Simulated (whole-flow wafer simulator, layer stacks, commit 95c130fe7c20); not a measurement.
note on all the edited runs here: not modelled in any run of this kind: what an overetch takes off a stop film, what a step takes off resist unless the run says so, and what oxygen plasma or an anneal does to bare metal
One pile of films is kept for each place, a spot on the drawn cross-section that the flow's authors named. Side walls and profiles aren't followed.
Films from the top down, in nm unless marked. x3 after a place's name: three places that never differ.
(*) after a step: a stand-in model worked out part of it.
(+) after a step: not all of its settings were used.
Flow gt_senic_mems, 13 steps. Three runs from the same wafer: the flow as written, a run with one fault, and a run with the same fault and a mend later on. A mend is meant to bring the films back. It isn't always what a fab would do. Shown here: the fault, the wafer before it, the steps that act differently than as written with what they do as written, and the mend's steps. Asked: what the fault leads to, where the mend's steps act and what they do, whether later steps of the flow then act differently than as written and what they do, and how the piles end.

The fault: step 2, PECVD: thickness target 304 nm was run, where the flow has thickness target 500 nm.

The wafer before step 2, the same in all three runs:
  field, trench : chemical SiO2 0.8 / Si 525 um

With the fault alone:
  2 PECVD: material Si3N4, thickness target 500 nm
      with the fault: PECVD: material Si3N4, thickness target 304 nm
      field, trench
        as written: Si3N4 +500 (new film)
        with the fault: Si3N4 +304 (new film)
  Later steps of the flow that act differently than as written (2 more steps differ only slightly, by at most 2% or 0.5 nm, whichever is larger, and aren't shown):
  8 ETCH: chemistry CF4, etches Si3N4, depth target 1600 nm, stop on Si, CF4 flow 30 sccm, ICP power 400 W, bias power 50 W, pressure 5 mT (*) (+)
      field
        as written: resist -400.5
        with the fault: resist -269.9
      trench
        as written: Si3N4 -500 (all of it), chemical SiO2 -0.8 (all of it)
        with the fault: Si3N4 -304 (all of it), chemical SiO2 -0.8 (all of it)
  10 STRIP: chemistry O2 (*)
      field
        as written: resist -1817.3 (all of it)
        with the fault: resist -1948 (all of it)
  At the end the piles differ from the flow's by more than 2% or 0.5 nm, whichever is larger, at field.
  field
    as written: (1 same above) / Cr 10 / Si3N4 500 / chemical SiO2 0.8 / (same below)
    with the fault: (1 same above) / Cr 10 / Si3N4 304 / chemical SiO2 0.8 / (same below)

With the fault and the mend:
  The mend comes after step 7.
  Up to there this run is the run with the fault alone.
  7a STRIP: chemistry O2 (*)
      field
        resist -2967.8 (all of it)
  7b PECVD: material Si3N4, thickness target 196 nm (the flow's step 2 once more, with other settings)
      field, trench
        Si3N4 +196
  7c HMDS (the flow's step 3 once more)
      changes no film at any place that is followed
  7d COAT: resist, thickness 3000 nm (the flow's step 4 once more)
      field, trench
        resist +3000 (new film)
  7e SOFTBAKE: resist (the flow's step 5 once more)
      changes no film at any place that is followed
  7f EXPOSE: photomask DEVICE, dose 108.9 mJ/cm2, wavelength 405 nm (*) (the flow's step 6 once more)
      changes no film at any place that is followed
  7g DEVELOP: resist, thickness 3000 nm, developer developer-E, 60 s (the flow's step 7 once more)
      field
        resist -32.2
      trench
        resist -3000 (all of it)
  No later step of the flow acts differently than as written at any place that is followed.
  At the end the piles are the same as the flow's at every place that both follow.
